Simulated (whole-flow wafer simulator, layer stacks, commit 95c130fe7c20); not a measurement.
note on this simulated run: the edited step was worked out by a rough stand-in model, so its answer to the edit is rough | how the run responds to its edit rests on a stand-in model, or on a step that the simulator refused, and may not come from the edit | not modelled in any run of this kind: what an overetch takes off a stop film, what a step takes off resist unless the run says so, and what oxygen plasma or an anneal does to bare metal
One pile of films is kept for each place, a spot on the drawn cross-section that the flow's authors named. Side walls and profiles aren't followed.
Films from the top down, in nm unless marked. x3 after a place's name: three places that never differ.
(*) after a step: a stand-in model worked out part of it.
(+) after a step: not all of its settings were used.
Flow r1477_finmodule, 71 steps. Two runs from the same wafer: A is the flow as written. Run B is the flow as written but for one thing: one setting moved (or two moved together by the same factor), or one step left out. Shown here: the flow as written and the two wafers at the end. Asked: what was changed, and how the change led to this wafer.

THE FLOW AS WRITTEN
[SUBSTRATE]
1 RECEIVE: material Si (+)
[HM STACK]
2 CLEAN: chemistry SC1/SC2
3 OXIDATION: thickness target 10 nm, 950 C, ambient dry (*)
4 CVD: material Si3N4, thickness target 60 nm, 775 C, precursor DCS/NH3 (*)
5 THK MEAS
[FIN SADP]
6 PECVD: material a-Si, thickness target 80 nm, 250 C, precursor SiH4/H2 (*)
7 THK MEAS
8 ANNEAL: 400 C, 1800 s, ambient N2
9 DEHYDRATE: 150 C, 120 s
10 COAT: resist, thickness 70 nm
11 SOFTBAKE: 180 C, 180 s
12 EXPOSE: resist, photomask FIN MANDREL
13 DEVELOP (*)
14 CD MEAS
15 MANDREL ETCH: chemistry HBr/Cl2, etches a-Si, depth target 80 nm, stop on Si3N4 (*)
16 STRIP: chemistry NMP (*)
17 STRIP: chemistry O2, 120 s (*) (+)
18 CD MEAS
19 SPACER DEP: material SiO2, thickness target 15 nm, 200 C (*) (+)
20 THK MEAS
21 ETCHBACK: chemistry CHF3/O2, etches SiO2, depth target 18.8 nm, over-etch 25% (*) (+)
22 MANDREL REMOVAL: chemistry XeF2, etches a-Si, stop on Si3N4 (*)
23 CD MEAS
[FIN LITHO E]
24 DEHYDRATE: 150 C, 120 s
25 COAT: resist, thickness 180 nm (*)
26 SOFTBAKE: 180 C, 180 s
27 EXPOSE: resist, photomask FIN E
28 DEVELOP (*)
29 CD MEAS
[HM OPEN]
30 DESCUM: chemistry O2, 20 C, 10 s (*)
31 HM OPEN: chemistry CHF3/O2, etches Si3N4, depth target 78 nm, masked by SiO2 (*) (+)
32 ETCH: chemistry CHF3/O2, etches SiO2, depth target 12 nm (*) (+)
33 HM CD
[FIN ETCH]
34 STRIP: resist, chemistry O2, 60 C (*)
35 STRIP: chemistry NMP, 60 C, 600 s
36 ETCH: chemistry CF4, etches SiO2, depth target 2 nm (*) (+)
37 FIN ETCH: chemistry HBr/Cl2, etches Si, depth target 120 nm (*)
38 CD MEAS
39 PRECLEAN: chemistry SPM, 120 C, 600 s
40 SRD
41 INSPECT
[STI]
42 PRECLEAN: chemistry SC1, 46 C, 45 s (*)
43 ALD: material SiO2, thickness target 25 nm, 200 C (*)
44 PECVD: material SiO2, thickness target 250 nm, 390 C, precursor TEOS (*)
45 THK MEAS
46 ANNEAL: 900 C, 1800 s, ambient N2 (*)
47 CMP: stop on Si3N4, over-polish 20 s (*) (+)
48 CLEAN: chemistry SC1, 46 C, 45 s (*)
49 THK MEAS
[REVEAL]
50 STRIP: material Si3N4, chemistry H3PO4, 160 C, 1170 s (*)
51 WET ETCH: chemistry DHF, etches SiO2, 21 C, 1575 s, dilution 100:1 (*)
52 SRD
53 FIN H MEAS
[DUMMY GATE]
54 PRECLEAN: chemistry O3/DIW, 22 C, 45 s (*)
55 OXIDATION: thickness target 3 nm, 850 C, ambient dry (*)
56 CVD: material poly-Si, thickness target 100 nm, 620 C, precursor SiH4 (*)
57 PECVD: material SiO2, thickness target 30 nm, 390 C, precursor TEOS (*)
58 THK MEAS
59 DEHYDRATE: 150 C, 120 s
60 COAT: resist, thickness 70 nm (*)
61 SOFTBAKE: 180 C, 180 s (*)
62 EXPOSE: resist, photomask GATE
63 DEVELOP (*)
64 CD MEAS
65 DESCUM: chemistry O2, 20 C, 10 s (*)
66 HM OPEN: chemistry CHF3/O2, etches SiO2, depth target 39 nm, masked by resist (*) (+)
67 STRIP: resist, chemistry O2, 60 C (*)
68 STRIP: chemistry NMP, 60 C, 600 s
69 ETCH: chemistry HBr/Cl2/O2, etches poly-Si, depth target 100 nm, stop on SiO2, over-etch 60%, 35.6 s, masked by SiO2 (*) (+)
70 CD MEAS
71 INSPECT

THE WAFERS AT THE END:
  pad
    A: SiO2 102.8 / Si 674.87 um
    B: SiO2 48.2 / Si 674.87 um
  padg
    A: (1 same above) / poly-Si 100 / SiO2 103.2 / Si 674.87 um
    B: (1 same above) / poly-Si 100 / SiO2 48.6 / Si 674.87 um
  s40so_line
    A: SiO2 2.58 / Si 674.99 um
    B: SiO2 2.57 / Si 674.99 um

The cause: step 44, PECVD: thickness target 117.5 nm was run, where the flow has thickness target 250 nm.

How the change led to this, step by step:
  44 PECVD: material SiO2, thickness target 250 nm, 390 C, precursor TEOS (*)
      pad, padg, elg and 33 more: A SiO2 +250 | B SiO2 +117.5
  46 ANNEAL: 900 C, 1800 s, ambient N2 (*)
      pad, padg, elg and 33 more: A SiO2 -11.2 | B SiO2 -5.29
  47 CMP: stop on Si3N4, over-polish 20 s (*) (+)
      pad, padg, e40sg and 11 more: A SiO2 -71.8 | B nothing
      eso: A SiO2 -72.4 | B nothing
      (and at 21 more places)
  60 COAT: resist, thickness 70 nm (*)
      e40lg, e100lg, e40lo, e100lo: A resist +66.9 (new film) | B resist +64.1 (new film)
      e200lg, elo, e200lo: A resist +66.9 (new film) | B resist +64.2 (new film)
      (and at 25 more places)
  63 DEVELOP (*)
      elo, e200lo: A resist -66.9 (all of it) | B resist -64.2 (all of it)
      e40lo, e100lo: A resist -66.9 (all of it) | B resist -64.1 (all of it)
      (and at 13 more places)
  67 STRIP: resist, chemistry O2, 60 C (*)
      e40lg, e100lg: A resist -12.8 (all of it) | B resist -10 (all of it)
      e40sg: A resist -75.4 (all of it) | B resist -127.3 (all of it)
      (and at 12 more places)
